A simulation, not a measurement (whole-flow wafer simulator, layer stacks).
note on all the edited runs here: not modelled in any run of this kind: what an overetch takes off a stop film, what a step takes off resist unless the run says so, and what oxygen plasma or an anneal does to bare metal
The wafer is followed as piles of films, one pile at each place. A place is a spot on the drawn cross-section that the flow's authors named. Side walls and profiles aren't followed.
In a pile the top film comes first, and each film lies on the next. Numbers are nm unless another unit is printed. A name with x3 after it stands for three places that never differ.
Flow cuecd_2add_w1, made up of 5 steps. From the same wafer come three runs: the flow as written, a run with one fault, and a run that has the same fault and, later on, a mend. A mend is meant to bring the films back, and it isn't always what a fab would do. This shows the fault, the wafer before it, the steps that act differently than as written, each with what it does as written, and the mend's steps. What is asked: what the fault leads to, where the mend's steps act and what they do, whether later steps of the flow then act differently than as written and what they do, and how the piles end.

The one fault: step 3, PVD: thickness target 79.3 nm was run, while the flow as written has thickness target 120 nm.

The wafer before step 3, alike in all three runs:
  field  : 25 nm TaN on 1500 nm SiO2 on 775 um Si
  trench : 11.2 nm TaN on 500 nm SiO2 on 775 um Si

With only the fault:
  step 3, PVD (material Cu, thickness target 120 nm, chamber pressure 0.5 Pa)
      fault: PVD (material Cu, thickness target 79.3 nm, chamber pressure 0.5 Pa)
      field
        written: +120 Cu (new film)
        fault: +79.3 Cu (new film)
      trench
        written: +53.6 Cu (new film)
        fault: +35.9 Cu (new film)
  Later steps of the flow that are run all act as written at every place that is followed, up to a difference of at most 2% or 0.5 nm, whichever is larger.
  The piles end different from the flow's at field by more than 2% or 0.5 nm, whichever is larger.
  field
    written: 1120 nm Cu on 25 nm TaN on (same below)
    fault: 1079.3 nm Cu on 25 nm TaN on (same below)

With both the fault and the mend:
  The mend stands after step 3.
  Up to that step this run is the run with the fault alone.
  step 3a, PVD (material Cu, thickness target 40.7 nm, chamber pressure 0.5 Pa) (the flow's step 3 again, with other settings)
      field
        +40.7 Cu
      trench
        +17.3 Cu
  Later steps of the flow that are run all act as written at every place that is followed, up to a difference of at most 2% or 0.5 nm, whichever is larger.
  At every place that both follow, the piles at the end match the flow's.
